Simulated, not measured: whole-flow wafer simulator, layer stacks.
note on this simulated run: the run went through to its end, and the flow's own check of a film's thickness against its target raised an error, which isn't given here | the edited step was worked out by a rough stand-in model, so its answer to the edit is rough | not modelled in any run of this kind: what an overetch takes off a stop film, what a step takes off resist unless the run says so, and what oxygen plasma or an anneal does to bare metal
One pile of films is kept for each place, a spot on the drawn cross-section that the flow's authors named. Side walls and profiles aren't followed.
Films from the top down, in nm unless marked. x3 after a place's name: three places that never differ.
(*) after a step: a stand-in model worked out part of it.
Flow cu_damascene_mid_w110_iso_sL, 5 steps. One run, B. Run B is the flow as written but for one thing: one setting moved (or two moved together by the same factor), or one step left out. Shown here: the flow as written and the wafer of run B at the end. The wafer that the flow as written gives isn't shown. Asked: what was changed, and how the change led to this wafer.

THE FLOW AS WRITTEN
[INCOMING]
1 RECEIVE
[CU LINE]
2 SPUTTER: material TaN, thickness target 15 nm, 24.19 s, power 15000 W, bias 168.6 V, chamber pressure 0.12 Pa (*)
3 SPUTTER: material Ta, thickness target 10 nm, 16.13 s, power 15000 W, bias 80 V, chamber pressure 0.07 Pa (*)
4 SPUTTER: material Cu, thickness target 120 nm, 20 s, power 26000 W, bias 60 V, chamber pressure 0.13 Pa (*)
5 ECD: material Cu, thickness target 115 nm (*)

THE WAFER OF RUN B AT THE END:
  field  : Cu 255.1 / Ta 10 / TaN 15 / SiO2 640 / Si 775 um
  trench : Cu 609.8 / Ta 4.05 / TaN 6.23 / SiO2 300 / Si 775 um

The cause: step 5, ECD: thickness target 135.1 nm was run, where the flow has thickness target 115 nm.

How the change led to this, step by step:
  5 ECD: material Cu, thickness target 115 nm (*)
      field: Cu +135.1 (as written it would be: Cu +115)
      trench: Cu +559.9 (as written it would be: Cu +539.8)
